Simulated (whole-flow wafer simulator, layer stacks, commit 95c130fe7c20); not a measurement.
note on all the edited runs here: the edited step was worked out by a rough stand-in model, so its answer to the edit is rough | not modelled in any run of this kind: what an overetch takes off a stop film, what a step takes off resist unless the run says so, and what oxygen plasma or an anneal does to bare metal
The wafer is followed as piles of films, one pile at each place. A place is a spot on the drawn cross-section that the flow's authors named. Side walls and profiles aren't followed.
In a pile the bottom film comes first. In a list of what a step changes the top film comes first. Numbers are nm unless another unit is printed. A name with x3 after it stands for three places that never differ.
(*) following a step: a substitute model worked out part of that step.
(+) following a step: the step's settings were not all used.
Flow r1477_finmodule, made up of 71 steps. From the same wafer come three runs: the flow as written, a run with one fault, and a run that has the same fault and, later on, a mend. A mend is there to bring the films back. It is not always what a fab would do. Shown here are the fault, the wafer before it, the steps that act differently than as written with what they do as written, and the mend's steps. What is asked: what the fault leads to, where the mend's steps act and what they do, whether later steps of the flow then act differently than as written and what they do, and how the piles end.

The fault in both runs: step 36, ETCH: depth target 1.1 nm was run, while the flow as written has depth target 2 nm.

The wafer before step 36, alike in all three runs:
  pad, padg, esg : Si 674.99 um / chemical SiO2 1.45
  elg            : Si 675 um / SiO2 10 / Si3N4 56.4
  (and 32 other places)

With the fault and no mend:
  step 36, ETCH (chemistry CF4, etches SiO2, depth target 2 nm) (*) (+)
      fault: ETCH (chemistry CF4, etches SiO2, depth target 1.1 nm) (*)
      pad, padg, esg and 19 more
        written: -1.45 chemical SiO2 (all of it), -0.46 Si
        fault: -1.1 chemical SiO2
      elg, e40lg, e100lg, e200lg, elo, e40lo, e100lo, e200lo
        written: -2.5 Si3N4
        fault: -1.38 Si3N4
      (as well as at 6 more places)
  Steps further on in the flow that do not act as written (not shown: 8 more steps that differ only slightly, by at most 2% or 0.5 nm, whichever is larger):
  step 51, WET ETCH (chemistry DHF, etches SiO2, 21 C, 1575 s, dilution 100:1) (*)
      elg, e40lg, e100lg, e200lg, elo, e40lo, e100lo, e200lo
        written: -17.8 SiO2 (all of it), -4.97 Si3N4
        fault: -16.7 SiO2 (all of it), -5.06 Si3N4
  By the end, the piles at elg, e40lg, e100lg, e200lg, elo, e40lo, e100lo, e200lo depart from the flow's by more than 2% or 0.5 nm, whichever is larger.
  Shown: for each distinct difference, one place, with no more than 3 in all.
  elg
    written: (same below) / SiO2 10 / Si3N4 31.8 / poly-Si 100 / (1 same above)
    fault: (same below) / SiO2 10 / Si3N4 32.8 / poly-Si 100 / (1 same above)
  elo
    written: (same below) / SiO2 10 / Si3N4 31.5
    fault: (same below) / SiO2 10 / Si3N4 32.6

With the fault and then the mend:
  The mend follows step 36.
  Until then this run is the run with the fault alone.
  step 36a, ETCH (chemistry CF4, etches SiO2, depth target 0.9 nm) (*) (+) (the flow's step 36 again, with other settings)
      pad, padg, esg and 19 more
        -0.35 chemical SiO2 (all of it), -0.46 Si
      elg, e40lg, e100lg, e200lg, elo, e40lo, e100lo, e200lo
        -1.12 Si3N4
      s40sg_line, s45sg_line, s50sg_line, s40so_line, s45so_line, s50so_line
        -0.9 SiO2
  None of the later steps of the flow acts differently than as written at any place that is followed.
  The piles end the same as the flow's at every place that both follow.
